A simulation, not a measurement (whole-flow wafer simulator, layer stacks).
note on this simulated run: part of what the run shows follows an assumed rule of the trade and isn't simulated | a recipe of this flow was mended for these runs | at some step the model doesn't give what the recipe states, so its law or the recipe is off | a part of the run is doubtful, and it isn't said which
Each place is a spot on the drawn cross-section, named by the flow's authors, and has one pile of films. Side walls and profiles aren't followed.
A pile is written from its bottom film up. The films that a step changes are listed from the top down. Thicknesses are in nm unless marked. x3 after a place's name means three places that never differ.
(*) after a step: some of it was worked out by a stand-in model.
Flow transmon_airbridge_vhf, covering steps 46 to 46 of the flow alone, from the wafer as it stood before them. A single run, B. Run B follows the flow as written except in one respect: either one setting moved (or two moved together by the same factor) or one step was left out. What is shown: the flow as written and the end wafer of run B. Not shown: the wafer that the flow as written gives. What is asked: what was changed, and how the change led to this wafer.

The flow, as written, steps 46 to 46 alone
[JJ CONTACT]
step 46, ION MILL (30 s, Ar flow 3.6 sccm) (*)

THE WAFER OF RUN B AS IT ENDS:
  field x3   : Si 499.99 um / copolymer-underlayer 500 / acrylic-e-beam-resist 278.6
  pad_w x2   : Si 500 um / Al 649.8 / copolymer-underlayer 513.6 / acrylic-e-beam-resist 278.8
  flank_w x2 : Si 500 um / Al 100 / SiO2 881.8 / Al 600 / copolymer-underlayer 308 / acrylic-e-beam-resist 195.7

What caused this: step 46, ION MILL: 12 s was run, though the flow has 30 s.

Step by step, how the change led to this:
  step 46, ION MILL (30 s, Ar flow 3.6 sccm) (*)
      field x3, ground_far x3, pad_w x2, flank_w x2, gap_w x2, cpw_trace, margin_s x2, bridge_strip: acrylic-e-beam-resist loses 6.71 (it would be, as written: acrylic-e-beam-resist loses 16.8)
      jj_line: Si loses 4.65 (it would be, as written: Si loses 11.6)
